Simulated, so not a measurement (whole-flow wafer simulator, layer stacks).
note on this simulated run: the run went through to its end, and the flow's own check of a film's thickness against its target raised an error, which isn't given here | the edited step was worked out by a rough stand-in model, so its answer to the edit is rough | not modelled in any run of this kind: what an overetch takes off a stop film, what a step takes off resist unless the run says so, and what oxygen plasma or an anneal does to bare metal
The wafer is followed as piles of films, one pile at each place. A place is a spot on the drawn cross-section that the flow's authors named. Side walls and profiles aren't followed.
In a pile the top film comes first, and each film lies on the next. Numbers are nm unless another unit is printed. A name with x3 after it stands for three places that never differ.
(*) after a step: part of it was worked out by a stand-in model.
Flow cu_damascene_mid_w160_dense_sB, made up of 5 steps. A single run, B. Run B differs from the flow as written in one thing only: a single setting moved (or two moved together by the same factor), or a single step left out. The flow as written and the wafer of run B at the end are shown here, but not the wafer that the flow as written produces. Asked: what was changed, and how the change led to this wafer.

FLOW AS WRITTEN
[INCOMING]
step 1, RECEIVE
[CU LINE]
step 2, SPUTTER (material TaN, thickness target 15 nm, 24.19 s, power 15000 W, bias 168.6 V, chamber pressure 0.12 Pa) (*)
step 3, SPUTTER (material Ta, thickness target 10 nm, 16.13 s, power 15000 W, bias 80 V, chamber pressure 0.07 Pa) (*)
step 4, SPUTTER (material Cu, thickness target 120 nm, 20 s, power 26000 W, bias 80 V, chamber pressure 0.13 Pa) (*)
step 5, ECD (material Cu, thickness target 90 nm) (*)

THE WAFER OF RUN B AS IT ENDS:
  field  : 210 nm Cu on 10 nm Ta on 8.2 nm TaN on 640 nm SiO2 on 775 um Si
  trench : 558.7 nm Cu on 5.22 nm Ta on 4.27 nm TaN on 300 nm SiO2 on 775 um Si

What caused this: step 2, SPUTTER: thickness target 8.2 nm was run, while the flow as written has thickness target 15 nm; step 2, SPUTTER: 13.3 s was run, where the flow has 24.19 s.
One can read it off the wafer: field has TaN 8.2, and step 2 as written asks for 15 nm.

How this came from the change, step by step:
  step 2, SPUTTER (material TaN, thickness target 15 nm, 24.19 s, power 15000 W, bias 168.6 V, chamber pressure 0.12 Pa) (*)
      field: TaN gains 8.2 (new film) (in the flow as written it would be: TaN gains 15 (new film))
      trench: TaN gains 4.27 (new film) (in the flow as written it would be: TaN gains 7.82 (new film))
